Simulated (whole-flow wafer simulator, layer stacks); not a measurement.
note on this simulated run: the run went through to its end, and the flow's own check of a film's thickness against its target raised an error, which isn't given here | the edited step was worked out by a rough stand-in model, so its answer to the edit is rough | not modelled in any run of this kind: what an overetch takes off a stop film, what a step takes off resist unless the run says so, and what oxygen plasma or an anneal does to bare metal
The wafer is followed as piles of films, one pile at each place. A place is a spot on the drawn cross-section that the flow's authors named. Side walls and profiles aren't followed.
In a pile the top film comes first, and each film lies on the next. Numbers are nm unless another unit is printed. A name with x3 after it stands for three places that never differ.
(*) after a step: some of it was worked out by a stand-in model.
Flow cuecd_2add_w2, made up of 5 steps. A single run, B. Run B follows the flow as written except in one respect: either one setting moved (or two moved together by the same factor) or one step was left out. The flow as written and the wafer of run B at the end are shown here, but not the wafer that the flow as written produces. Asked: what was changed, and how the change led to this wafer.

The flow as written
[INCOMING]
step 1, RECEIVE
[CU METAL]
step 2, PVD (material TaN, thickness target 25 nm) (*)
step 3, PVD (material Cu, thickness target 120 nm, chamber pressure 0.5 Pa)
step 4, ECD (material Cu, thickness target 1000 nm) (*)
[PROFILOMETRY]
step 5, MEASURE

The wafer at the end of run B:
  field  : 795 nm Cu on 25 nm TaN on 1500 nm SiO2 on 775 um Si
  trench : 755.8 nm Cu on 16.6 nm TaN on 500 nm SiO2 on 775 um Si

The reason: step 4, ECD: thickness target 675 nm was run, while the flow as written has thickness target 1000 nm.

Step by step, how the change led to this:
  step 4, ECD (material Cu, thickness target 1000 nm) (*)
      field: +675 Cu (in the flow as written it would be: +1000 Cu)
      trench: +675 Cu (in the flow as written it would be: +2047.6 Cu)
